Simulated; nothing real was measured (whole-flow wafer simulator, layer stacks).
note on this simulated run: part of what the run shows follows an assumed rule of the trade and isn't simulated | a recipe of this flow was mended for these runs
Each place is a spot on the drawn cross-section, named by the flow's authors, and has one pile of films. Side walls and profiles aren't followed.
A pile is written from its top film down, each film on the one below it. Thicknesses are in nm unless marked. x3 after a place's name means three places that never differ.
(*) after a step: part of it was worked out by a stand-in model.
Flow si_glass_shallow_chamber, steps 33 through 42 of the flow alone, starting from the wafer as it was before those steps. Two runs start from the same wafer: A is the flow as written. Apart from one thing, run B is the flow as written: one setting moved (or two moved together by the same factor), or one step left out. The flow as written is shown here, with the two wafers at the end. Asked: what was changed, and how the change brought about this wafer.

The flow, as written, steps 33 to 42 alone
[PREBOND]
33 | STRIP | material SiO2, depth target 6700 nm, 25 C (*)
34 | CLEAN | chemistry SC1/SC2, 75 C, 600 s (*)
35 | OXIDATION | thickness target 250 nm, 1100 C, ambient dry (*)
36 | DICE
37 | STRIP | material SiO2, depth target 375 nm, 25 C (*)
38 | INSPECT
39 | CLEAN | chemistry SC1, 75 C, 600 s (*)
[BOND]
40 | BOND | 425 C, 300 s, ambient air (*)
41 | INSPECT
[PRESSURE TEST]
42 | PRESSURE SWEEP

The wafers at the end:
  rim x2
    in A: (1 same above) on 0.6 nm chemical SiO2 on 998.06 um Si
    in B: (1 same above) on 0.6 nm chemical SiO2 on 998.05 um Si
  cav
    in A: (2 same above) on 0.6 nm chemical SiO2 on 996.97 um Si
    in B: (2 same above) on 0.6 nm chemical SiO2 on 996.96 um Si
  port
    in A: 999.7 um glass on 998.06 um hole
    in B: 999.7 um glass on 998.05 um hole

What caused this: step 34, CLEAN: 98 C was run, though the flow has 75 C.

The path from the change to this, step by step:
  34 | CLEAN | chemistry SC1/SC2, 75 C, 600 s (*)
      rim x2, cav, septum, ring: A chemical SiO2 gains 0.6 (new film), Si loses 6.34 | B chemical SiO2 gains 0.6 (new film), Si loses 17.4
